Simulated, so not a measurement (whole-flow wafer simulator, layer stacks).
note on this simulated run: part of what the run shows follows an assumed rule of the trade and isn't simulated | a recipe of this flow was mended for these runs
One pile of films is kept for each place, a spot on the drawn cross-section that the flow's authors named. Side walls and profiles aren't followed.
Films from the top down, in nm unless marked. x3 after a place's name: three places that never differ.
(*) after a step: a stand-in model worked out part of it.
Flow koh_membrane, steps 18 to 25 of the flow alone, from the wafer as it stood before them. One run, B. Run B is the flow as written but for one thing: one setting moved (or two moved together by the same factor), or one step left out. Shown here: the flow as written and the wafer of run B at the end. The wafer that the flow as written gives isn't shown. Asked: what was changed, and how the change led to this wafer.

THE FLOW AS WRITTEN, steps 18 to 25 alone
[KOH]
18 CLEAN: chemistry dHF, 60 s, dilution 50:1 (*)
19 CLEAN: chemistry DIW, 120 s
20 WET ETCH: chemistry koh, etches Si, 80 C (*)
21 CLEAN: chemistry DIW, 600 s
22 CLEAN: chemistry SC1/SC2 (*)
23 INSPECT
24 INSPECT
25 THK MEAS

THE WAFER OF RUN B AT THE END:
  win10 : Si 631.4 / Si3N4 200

The cause: step 22, CLEAN: chemistry SC1/SC2 (*), was left out.

How the change led to this, step by step:
  (no step that both runs have acts differently)
